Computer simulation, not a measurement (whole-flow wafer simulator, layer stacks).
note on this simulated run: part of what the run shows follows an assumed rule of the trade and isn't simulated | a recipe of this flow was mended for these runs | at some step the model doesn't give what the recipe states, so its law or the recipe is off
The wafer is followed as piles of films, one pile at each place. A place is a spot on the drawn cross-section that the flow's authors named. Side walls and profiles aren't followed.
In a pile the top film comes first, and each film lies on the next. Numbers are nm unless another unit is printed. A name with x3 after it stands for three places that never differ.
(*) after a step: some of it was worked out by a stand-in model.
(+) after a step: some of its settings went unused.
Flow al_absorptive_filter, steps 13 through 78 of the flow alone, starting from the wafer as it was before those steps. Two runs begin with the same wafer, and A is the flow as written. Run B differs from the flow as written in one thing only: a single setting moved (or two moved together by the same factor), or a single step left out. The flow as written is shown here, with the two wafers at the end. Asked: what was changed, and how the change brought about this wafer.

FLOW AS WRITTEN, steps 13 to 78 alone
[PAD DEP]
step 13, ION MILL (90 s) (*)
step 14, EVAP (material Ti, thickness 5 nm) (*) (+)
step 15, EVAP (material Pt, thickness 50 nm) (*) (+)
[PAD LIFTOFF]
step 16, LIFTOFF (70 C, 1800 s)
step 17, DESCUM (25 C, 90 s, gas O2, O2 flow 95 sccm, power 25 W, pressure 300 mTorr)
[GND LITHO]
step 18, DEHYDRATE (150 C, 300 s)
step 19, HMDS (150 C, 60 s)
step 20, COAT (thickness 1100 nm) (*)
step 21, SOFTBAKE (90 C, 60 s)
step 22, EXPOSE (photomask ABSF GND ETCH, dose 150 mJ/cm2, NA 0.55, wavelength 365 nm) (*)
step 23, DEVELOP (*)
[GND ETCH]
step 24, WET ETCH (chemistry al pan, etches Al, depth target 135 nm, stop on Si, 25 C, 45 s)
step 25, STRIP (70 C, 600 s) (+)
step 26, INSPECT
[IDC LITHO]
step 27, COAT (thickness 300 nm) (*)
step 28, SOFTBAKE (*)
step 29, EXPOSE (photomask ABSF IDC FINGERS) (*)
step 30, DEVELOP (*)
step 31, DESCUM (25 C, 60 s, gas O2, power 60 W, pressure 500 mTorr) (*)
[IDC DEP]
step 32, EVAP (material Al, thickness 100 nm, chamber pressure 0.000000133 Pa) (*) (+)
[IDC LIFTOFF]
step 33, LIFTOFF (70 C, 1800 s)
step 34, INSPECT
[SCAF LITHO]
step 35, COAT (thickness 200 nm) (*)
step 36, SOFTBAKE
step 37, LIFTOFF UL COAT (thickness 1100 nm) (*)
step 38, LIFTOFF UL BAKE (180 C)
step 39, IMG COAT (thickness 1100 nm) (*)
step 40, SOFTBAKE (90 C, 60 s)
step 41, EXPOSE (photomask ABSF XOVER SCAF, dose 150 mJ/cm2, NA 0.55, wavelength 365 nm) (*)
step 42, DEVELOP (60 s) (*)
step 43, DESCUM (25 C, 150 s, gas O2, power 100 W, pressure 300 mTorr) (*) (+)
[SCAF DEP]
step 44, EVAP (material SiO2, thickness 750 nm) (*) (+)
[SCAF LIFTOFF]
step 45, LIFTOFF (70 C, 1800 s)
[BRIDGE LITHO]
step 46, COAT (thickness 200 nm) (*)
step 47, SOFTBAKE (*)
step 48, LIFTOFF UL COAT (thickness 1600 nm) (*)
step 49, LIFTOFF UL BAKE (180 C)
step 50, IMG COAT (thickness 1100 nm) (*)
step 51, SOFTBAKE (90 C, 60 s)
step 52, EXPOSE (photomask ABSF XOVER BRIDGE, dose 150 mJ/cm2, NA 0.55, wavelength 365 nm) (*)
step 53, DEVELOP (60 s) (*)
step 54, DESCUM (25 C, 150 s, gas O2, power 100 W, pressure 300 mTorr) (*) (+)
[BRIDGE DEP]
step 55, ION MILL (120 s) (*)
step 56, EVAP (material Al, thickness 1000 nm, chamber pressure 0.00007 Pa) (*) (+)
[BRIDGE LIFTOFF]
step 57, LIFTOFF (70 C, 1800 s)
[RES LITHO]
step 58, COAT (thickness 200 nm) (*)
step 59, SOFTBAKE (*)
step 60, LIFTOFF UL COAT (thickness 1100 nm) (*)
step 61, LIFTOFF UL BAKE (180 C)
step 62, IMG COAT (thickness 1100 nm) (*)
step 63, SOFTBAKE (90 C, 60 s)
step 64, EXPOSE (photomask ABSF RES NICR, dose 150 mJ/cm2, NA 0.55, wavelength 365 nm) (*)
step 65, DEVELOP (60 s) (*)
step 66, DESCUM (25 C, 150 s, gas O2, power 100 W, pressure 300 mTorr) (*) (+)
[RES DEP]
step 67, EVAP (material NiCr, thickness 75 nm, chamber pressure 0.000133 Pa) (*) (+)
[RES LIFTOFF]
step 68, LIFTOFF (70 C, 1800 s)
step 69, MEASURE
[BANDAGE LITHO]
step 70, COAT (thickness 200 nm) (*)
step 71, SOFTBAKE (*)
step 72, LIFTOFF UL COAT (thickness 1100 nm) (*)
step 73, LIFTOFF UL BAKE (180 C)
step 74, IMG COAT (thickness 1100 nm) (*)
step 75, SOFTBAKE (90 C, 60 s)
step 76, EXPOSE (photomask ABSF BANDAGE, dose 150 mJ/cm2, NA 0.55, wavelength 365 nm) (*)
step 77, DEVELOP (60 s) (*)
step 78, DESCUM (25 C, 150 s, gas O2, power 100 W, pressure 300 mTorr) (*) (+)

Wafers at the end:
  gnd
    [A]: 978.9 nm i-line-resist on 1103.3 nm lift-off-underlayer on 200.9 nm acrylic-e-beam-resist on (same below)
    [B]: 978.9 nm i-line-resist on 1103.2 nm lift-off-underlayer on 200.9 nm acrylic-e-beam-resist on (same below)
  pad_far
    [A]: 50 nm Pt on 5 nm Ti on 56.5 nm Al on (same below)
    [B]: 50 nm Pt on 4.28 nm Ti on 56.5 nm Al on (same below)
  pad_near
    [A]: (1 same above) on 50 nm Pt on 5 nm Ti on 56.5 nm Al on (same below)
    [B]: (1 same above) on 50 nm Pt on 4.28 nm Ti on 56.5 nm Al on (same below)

What caused this: step 14, EVAP: thickness 4.28 nm was run, whereas the flow has thickness 5 nm.
The wafer itself shows it: pad_far has Ti 4.28, and step 14 as written asks for 5 nm.

Step by step, how the change led to this:
  step 14, EVAP (material Ti, thickness 5 nm) (*) (+)
      gnd, pad_far, pad_near and 11 more: A +5 Ti (new film) | B +4.28 Ti (new film)
  step 16, LIFTOFF (70 C, 1800 s)
      gnd, ledge, res and 9 more: A -50 Pt (all of it), -5 Ti (all of it), -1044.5 i-line-resist (all of it), -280 lift-off-underlayer (all of it) | B -50 Pt (all of it), -4.28 Ti (all of it), -1044.5 i-line-resist (all of it), -280 lift-off-underlayer (all of it)
